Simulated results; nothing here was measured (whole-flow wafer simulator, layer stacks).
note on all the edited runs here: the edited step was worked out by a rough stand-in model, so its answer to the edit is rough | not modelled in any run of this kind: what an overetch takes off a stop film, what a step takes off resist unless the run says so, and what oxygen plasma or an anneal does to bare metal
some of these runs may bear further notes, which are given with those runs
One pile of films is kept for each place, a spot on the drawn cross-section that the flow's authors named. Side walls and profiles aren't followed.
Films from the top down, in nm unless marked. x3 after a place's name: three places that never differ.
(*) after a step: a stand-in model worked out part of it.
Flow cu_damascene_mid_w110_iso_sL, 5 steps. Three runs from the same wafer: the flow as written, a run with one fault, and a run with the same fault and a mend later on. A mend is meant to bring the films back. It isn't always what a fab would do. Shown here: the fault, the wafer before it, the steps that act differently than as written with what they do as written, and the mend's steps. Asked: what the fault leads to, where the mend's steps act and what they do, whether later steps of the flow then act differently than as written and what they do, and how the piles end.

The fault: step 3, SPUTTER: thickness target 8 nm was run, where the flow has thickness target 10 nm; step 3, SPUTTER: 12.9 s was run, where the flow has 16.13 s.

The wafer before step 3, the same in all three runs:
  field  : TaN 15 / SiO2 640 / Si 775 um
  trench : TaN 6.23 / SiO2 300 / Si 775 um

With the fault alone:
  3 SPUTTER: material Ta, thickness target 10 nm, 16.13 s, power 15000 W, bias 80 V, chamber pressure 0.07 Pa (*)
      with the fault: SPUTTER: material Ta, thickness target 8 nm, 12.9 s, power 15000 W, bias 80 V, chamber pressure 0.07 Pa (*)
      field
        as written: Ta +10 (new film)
        with the fault: Ta +8 (new film)
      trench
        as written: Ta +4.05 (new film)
        with the fault: Ta +3.24 (new film)
  No later step of the flow acts differently than as written, at any place that is followed, by more than 2% or 0.5 nm, whichever is larger.
  At the end the piles differ from the flow's by more than 2% or 0.5 nm, whichever is larger, at field, trench.
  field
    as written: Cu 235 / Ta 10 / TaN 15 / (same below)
    with the fault: Cu 235 / Ta 8 / TaN 15 / (same below)
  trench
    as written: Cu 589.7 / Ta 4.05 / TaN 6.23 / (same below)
    with the fault: Cu 588.5 / Ta 3.24 / TaN 6.23 / (same below)

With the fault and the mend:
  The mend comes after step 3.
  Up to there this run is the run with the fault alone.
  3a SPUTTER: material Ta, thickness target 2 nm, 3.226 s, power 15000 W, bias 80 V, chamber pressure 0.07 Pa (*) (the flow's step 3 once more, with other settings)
      field
        Ta +2
      trench
        Ta +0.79
  No later step of the flow acts differently than as written at any place that is followed.
  At the end the piles differ from the flow's only slightly at the places that both follow, by at most 2% or 0.5 nm, whichever is larger.
